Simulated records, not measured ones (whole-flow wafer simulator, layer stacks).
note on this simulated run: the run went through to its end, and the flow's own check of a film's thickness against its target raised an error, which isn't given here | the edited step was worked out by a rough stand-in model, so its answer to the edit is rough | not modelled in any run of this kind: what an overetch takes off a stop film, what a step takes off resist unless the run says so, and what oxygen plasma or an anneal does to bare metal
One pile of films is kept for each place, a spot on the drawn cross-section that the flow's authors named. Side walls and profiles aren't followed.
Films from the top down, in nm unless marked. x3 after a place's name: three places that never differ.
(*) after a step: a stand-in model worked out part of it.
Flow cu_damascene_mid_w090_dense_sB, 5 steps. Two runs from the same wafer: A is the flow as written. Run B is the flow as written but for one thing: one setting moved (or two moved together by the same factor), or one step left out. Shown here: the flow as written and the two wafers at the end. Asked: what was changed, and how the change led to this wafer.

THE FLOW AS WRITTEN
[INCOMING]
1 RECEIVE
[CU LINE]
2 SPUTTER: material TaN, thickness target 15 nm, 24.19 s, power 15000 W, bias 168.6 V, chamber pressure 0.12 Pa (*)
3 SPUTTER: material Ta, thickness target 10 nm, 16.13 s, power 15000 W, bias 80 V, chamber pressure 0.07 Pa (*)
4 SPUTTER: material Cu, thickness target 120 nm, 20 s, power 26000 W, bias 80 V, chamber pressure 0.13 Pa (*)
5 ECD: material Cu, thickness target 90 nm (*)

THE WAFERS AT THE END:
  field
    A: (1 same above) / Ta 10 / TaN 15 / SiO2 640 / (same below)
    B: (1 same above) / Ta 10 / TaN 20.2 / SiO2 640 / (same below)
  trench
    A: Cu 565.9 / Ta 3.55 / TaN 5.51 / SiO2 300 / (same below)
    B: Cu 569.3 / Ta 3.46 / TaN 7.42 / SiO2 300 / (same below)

The cause: step 2, SPUTTER: thickness target 20.2 nm was run, where the flow has thickness target 15 nm; step 2, SPUTTER: 32.66 s was run, where the flow has 24.19 s.
It can be read off the wafer: field has TaN 20.2, and step 2 as written asks for 15 nm.

How the change led to this, step by step:
  2 SPUTTER: material TaN, thickness target 15 nm, 24.19 s, power 15000 W, bias 168.6 V, chamber pressure 0.12 Pa (*)
      field: A TaN +15 (new film) | B TaN +20.2 (new film)
      trench: A TaN +5.51 (new film) | B TaN +7.42 (new film)
